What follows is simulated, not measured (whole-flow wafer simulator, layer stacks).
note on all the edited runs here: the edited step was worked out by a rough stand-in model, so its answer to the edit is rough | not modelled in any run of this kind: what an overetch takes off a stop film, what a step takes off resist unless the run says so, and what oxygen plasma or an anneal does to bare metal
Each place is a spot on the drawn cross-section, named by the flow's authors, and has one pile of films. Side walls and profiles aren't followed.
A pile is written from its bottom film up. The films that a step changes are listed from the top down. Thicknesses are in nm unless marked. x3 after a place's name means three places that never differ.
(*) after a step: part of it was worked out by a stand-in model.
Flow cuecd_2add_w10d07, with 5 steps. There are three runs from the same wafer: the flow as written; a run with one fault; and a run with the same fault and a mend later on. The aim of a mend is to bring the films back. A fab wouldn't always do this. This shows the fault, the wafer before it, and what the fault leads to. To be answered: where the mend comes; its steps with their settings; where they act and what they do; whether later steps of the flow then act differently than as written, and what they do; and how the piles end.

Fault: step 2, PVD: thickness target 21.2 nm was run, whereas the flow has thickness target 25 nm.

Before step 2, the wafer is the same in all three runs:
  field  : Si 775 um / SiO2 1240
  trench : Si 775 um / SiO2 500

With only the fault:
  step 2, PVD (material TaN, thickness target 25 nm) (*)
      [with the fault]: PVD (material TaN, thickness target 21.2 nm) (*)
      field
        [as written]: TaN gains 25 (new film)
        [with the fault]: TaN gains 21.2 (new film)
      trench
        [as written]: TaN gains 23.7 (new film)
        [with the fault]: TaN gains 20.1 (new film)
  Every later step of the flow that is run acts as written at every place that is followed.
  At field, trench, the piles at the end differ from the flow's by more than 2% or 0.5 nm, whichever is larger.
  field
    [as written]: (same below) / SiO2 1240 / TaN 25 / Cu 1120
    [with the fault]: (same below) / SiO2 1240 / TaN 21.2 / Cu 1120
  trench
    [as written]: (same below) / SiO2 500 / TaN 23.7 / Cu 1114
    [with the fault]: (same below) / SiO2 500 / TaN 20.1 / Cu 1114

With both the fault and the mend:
  The mend follows step 2.
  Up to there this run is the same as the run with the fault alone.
  step 2a, PVD (material TaN, thickness target 3.8 nm) (*) (the flow's step 2 again, with other settings)
      field
        TaN gains 3.8
      trench
        TaN gains 3.59
  Every later step of the flow that is run acts as written at every place that is followed.
  The piles end the same as the flow's at every place that both follow.
